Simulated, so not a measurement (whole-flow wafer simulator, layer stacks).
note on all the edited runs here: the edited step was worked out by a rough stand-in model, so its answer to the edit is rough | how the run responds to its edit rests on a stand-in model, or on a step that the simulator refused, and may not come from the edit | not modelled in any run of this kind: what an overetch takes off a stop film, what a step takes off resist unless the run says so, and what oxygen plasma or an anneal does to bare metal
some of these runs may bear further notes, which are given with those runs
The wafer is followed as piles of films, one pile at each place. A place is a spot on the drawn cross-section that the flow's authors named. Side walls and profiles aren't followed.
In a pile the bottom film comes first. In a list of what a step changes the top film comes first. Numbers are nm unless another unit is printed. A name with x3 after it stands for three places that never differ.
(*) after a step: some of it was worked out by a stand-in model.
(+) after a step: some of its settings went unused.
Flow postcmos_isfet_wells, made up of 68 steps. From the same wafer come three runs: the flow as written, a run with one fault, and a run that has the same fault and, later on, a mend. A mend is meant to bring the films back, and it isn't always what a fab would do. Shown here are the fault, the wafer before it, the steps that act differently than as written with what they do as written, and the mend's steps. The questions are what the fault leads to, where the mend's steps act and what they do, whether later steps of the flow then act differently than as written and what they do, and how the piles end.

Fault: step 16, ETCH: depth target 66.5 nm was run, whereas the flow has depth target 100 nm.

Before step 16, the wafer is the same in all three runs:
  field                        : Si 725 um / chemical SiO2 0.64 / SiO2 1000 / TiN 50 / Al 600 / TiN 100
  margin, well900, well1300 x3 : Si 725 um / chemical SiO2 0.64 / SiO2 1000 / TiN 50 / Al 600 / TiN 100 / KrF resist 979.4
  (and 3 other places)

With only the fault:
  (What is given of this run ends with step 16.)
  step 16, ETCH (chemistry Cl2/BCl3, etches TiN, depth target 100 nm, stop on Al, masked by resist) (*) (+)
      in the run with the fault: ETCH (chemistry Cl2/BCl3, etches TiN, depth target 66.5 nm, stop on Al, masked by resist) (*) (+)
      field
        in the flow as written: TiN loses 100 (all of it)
        in the run with the fault: TiN loses 66.5
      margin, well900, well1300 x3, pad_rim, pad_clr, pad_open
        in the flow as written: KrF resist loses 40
        in the run with the fault: KrF resist loses 26.6
  The piles after step 16 differ from the flow's at field by more than 2% or 0.5 nm, whichever is larger.
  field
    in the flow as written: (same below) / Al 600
    in the run with the fault: (same below) / Al 600 / TiN 33.5

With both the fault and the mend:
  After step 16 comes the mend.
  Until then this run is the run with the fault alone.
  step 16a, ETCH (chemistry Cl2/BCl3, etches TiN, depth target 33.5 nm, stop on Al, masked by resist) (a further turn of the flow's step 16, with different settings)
      margin, well900, well1300 x3, pad_rim, pad_clr, pad_open
        KrF resist loses 13.4
      field
        TiN loses 33.5 (all of it)
  Later steps of the flow that are run all act as written at every place that is followed.
  The piles end the same as the flow's at every place that both follow.
